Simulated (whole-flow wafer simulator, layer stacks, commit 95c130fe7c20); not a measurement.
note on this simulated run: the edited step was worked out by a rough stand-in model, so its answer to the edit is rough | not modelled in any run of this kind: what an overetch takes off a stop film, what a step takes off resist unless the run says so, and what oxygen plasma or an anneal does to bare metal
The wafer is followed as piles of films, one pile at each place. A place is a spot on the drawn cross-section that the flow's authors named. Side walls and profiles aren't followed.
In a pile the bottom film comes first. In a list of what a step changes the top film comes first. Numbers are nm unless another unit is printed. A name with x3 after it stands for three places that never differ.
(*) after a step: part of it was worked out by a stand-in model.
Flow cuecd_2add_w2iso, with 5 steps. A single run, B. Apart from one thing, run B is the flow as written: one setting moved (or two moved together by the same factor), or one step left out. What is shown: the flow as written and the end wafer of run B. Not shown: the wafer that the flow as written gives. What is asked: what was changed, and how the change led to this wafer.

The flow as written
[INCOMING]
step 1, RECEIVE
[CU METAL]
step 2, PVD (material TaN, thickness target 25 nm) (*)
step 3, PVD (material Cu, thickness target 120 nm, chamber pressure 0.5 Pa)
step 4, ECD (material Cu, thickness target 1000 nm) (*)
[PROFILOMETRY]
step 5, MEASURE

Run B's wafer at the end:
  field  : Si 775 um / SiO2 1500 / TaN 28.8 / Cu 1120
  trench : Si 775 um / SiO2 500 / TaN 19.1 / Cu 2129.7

The reason: step 2, PVD: thickness target 28.8 nm was run, whereas the flow has thickness target 25 nm.
The wafer lets one read it off: field has TaN 28.8, and step 2 as written asks for 25 nm.

The path from the change to this, step by step:
  step 2, PVD (material TaN, thickness target 25 nm) (*)
      field: TaN gains 28.8 (new film) (as written it would have been: TaN gains 25 (new film))
      trench: TaN gains 19.1 (new film) (as written it would have been: TaN gains 16.6 (new film))
